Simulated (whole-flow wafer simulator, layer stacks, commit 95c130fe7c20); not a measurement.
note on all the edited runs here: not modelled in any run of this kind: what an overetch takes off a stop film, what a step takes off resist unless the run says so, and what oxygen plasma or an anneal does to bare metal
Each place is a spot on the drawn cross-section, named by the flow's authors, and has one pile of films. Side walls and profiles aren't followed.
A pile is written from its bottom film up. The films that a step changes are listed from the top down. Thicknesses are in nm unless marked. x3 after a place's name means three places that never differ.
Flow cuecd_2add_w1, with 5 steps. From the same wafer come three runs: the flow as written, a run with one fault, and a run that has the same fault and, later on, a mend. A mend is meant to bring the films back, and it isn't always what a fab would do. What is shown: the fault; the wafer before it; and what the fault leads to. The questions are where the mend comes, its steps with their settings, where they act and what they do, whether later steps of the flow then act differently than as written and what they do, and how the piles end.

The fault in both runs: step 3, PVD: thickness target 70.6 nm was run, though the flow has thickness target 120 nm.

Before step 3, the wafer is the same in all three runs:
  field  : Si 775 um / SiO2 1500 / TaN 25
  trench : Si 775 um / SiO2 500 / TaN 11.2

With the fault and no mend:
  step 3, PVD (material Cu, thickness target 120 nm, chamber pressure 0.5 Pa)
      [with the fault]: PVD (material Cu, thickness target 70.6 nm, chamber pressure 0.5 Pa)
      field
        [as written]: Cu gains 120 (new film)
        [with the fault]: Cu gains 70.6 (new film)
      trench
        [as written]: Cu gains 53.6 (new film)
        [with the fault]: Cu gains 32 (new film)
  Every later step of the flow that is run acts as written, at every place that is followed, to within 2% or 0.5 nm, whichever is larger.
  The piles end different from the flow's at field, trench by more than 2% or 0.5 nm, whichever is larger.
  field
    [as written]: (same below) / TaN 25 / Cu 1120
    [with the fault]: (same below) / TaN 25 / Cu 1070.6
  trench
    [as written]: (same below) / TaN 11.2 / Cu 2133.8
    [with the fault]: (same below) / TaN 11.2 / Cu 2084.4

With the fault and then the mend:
  The mend stands after step 3.
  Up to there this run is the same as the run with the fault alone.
  step 3a, ETCH (chemistry cu recess dil, depth target 81.4 nm)
      field
        Cu loses 70.6 (all of it)
      trench
        Cu loses 32 (all of it)
  step 3b, PVD (material Cu, thickness target 120 nm, chamber pressure 0.5 Pa) (the flow's step 3, run once more)
      field
        Cu gains 120 (new film)
      trench
        Cu gains 53.6 (new film)
  Every later step of the flow that is run acts as written at every place that is followed.
  The piles end the same as the flow's at every place that both follow.
